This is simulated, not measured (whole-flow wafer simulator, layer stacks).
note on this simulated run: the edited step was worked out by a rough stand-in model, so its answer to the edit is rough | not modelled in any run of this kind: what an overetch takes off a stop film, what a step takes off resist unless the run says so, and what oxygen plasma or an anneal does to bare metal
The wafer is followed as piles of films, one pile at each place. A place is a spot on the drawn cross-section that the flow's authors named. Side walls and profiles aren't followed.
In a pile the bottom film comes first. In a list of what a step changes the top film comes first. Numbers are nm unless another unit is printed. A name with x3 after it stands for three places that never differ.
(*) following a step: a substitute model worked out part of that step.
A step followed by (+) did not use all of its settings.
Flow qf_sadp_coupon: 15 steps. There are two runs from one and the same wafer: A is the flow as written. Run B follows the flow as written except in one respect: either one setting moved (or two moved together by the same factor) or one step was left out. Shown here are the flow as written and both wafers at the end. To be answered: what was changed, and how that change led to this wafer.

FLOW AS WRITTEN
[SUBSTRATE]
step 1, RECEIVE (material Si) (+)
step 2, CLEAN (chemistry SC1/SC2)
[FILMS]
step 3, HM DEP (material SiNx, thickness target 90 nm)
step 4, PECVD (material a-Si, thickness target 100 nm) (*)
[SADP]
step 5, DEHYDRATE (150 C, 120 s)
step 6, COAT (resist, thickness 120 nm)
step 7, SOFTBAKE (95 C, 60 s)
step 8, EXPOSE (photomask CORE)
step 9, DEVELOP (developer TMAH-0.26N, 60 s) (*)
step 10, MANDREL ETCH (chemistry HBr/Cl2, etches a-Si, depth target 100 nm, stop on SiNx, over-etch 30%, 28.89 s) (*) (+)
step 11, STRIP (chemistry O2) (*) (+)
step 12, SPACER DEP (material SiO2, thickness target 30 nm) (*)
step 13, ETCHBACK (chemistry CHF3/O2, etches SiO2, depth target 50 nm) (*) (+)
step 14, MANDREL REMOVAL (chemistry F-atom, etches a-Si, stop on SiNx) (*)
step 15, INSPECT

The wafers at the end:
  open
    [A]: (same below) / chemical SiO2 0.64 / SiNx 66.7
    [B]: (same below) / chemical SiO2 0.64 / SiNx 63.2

Cause: step 4, PECVD: thickness target 75.7 nm was run, while the flow as written has thickness target 100 nm.

The path from the change to this, step by step:
  step 4, PECVD (material a-Si, thickness target 100 nm) (*)
      m, open: A a-Si gains 100 (new film) | B a-Si gains 75.7 (new film)
  step 10, MANDREL ETCH (chemistry HBr/Cl2, etches a-Si, depth target 100 nm, stop on SiNx, over-etch 30%, 28.89 s) (*) (+)
      open: A a-Si loses 100 (all of it), SiNx loses 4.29 | B a-Si loses 75.7 (all of it), SiNx loses 7.76
  step 14, MANDREL REMOVAL (chemistry F-atom, etches a-Si, stop on SiNx) (*)
      m: A a-Si loses 95.8 (all of it) | B a-Si loses 71.5 (all of it)
